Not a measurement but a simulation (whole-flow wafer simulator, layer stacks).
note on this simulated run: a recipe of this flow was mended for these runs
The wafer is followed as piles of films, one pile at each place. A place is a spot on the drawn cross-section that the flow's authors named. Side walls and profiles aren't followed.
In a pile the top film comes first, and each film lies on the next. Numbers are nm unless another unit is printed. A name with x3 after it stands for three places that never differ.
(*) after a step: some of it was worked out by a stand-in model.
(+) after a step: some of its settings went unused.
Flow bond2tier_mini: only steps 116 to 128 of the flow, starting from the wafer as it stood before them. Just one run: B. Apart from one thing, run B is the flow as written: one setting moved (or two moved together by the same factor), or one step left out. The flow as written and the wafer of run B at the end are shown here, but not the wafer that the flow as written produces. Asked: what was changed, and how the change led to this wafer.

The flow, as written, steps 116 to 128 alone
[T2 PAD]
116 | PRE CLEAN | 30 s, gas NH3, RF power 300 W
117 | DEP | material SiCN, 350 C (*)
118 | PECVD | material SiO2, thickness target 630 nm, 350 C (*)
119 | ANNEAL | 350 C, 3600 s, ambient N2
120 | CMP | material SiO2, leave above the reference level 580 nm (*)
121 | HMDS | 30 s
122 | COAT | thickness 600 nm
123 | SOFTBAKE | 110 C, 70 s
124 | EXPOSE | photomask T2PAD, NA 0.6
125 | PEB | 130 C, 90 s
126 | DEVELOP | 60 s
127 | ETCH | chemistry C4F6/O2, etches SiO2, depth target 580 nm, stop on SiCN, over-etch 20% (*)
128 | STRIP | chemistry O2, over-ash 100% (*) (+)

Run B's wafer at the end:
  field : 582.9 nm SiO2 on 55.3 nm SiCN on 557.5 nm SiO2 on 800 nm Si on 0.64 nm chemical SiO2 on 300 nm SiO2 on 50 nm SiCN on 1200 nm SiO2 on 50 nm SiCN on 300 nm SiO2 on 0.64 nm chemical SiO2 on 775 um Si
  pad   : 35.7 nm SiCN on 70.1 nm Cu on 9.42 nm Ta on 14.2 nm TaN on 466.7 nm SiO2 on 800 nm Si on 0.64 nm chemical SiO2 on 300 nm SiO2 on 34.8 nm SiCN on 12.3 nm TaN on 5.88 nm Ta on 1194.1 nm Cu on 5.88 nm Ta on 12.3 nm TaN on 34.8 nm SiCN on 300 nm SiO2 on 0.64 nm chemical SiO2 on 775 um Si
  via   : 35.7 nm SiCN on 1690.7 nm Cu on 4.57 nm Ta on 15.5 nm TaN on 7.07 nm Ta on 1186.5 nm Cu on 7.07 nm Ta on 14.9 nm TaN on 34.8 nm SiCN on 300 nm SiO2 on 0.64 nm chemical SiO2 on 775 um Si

What caused this: step 117, DEP: 326 C was run, though the flow has 350 C.

How this came from the change, step by step:
  117 | DEP | material SiCN, 350 C (*)
      field, pad, via: +55.3 SiCN (new film) (in the flow as written it would be: +50 SiCN (new film))
